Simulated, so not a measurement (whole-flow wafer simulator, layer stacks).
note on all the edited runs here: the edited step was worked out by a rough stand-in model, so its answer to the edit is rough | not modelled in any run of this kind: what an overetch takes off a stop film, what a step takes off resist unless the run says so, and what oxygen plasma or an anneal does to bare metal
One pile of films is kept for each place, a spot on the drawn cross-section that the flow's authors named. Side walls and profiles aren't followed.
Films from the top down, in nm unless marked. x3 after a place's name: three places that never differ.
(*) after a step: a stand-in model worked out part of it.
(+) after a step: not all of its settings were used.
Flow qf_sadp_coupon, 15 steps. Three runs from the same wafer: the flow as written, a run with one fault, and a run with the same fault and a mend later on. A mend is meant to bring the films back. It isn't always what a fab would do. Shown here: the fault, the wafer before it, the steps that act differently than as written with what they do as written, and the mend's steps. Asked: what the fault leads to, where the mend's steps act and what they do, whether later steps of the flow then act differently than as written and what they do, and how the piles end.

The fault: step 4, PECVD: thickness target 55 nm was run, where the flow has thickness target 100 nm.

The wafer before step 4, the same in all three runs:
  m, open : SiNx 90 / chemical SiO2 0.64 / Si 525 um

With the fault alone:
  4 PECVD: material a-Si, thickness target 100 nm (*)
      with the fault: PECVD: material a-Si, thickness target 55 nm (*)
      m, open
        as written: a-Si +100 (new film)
        with the fault: a-Si +55 (new film)
  Later steps of the flow that act differently than as written:
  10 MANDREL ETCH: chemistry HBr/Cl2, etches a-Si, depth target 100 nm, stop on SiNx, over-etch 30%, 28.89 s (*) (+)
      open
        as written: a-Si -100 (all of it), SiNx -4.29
        with the fault: a-Si -55 (all of it), SiNx -10.7
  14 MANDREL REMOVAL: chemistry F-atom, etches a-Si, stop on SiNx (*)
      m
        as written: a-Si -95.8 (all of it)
        with the fault: a-Si -50.8 (all of it)
  At the end the piles differ from the flow's by more than 2% or 0.5 nm, whichever is larger, at open.
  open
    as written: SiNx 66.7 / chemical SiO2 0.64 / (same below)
    with the fault: SiNx 60.2 / chemical SiO2 0.64 / (same below)

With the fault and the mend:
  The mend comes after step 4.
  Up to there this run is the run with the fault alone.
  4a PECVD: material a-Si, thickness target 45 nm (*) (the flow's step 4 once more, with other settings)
      m, open
        a-Si +45
  No later step of the flow acts differently than as written at any place that is followed.
  At the end the piles are the same as the flow's at every place that both follow.
